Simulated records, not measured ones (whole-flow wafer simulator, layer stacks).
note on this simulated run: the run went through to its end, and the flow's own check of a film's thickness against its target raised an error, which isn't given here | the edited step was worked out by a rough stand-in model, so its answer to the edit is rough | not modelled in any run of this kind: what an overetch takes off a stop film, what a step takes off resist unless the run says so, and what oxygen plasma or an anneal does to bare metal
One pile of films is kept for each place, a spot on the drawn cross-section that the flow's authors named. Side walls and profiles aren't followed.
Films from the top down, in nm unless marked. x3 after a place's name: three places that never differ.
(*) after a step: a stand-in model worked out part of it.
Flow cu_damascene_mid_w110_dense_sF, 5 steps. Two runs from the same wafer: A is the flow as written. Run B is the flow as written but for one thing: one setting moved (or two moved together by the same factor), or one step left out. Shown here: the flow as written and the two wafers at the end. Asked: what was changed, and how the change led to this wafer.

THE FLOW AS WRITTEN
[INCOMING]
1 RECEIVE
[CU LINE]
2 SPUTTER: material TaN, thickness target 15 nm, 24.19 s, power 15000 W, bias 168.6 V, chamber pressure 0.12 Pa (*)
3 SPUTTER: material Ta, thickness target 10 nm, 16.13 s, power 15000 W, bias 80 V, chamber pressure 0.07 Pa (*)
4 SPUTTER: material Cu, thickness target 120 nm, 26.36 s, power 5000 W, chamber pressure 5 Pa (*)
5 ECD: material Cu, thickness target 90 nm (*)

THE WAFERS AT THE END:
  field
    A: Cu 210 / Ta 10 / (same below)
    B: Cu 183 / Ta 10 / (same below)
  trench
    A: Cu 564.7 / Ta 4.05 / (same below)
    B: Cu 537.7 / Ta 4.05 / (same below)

The cause: step 5, ECD: thickness target 63 nm was run, where the flow has thickness target 90 nm.

How the change led to this, step by step:
  5 ECD: material Cu, thickness target 90 nm (*)
      field: A Cu +90 | B Cu +63
      trench: A Cu +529 | B Cu +502
